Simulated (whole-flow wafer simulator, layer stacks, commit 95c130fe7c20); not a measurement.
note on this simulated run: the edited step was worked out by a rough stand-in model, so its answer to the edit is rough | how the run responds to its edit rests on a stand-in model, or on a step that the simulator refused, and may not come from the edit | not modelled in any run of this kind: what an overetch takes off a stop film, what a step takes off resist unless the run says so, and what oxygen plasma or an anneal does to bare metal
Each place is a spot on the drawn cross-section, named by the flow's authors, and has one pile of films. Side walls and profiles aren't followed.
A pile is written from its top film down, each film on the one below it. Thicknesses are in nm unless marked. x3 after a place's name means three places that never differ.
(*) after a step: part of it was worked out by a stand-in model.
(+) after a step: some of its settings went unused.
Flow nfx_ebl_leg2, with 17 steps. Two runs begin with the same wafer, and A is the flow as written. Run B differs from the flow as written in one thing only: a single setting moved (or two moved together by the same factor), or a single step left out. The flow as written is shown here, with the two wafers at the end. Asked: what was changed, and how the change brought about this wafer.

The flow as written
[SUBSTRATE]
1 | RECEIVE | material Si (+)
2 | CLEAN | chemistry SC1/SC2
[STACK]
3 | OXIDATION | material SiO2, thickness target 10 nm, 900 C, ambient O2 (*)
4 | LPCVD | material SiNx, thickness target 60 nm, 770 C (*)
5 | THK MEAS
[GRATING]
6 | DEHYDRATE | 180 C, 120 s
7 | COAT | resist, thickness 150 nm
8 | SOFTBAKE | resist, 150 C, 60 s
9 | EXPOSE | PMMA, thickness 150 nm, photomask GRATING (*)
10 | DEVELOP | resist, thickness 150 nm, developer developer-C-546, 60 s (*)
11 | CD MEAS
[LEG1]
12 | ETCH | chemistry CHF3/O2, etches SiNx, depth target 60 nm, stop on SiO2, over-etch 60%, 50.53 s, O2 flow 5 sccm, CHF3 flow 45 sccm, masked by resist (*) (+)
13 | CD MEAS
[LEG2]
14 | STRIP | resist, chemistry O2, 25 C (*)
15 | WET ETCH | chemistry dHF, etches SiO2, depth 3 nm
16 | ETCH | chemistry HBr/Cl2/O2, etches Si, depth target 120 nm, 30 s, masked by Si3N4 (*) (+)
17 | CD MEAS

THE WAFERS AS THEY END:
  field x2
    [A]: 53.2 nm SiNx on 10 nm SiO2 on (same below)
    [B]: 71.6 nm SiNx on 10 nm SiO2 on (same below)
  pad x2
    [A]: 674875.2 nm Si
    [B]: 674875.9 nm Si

Cause: step 4, LPCVD: thickness target 78.4 nm was run, while the flow as written has thickness target 60 nm.

Step by step, how the change led to this:
  4 | LPCVD | material SiNx, thickness target 60 nm, 770 C (*)
      field x2, pad x2: A +60 SiNx (new film) | B +78.4 SiNx (new film)
  12 | ETCH | chemistry CHF3/O2, etches SiNx, depth target 60 nm, stop on SiO2, over-etch 60%, 50.53 s, O2 flow 5 sccm, CHF3 flow 45 sccm, masked by resist (*) (+)
      pad x2: A -60 SiNx (all of it), -10 SiO2 (all of it) | B -78.4 SiNx (all of it), -8.8 SiO2
  14 | STRIP | resist, chemistry O2, 25 C (*)
      pad x2: A +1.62 chemical SiO2 (new film), -0.71 Si | B nothing
  15 | WET ETCH | chemistry dHF, etches SiO2, depth 3 nm
      pad x2: A -1.62 chemical SiO2 (all of it) | B -1.2 SiO2 (all of it)
